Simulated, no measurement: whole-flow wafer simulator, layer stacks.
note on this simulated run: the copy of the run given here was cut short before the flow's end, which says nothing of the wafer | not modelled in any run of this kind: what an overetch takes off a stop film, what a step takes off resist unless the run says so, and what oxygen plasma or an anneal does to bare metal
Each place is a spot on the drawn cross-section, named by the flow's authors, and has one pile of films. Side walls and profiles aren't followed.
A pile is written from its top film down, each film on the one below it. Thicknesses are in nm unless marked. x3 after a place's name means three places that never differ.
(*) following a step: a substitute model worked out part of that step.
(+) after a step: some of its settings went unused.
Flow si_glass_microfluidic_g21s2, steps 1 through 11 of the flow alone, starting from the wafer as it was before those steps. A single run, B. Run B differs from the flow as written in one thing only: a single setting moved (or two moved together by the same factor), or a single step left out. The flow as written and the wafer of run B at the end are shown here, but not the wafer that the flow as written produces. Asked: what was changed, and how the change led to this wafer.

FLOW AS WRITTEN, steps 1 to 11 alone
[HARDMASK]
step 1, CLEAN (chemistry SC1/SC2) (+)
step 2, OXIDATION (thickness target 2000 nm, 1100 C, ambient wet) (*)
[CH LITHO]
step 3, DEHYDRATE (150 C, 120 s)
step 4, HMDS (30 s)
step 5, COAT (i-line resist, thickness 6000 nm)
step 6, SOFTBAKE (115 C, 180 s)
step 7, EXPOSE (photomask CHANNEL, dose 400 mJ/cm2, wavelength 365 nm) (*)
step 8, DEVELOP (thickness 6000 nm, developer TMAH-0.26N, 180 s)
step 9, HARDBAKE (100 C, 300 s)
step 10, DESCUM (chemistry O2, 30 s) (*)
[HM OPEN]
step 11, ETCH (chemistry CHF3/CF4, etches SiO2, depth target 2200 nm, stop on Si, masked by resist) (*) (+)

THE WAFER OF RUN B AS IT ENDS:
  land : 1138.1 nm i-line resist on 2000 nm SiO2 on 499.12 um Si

The reason: step 5, COAT: thickness 3000 nm was run, while the flow as written has thickness 6000 nm.

How this came from the change, step by step:
  step 5, COAT (i-line resist, thickness 6000 nm)
      land, trench20 x3: i-line resist gains 3000 (new film) (as written it would have been: i-line resist gains 6000 (new film))
  step 8, DEVELOP (thickness 6000 nm, developer TMAH-0.26N, 180 s)
      trench20 x3: i-line resist loses 3000 (all of it) (as written it would have been: i-line resist loses 6000 (all of it))
  step 9, HARDBAKE (100 C, 300 s)
      land: i-line resist loses 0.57 (as written it would have been: i-line resist loses 7.06)
